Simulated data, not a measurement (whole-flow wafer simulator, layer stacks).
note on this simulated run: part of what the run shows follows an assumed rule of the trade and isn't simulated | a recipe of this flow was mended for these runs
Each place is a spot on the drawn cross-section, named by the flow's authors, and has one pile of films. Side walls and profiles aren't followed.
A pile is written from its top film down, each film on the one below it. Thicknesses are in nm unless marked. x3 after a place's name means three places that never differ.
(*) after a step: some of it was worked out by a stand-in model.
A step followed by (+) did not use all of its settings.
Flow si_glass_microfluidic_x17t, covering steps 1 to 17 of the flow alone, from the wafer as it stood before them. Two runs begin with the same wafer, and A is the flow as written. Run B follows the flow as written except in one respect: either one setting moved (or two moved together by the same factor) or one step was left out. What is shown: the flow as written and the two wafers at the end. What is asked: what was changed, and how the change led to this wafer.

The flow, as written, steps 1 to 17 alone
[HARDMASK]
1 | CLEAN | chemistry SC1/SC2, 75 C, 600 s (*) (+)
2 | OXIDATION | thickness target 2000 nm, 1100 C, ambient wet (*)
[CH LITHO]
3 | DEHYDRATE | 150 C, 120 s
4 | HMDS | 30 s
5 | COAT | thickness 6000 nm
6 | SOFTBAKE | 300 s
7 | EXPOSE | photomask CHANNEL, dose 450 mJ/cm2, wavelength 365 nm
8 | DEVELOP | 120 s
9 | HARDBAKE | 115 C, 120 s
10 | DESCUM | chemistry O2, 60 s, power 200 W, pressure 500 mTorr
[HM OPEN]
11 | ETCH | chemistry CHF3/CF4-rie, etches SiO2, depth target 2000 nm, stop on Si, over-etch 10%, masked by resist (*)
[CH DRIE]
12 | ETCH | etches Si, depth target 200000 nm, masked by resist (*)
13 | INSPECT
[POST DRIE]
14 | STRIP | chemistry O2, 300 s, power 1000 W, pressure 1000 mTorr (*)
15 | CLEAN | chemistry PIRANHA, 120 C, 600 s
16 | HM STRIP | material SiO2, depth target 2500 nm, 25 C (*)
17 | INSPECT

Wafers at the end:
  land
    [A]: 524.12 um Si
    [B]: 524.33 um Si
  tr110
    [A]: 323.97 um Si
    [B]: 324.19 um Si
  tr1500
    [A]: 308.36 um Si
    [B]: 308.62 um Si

The reason: step 2, OXIDATION: thickness target 1520 nm was run, while the flow as written has thickness target 2000 nm; step 11, ETCH: depth target 1520 nm was run, where the flow has depth target 2000 nm.

The path from the change to this, step by step:
  2 | OXIDATION | thickness target 2000 nm, 1100 C, ambient wet (*)
      land, tr110, tr1500, tr15: A +2000 SiO2 (new film), -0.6 chemical SiO2 (all of it), -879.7 Si | B +1520 SiO2 (new film), -0.6 chemical SiO2 (all of it), -668.5 Si
  11 | ETCH | chemistry CHF3/CF4-rie, etches SiO2, depth target 2000 nm, stop on Si, over-etch 10%, masked by resist (*)
      tr110, tr1500, tr15: A -2000 SiO2 (all of it), -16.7 Si | B -1520 SiO2 (all of it), -12.7 Si
      land: A -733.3 thick-i-line-resist | B -557.3 thick-i-line-resist
  12 | ETCH | etches Si, depth target 200000 nm, masked by resist (*)
      tr1500: A -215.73 um Si | B -215.69 um Si
      tr15: A -149.99 um Si | B -150.1 um Si
  14 | STRIP | chemistry O2, 300 s, power 1000 W, pressure 1000 mTorr (*)
      land: A -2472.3 thick-i-line-resist (all of it) | B -2648.9 thick-i-line-resist (all of it)
  16 | HM STRIP | material SiO2, depth target 2500 nm, 25 C (*)
      land: A -2000 SiO2 (all of it) | B -1520 SiO2 (all of it)
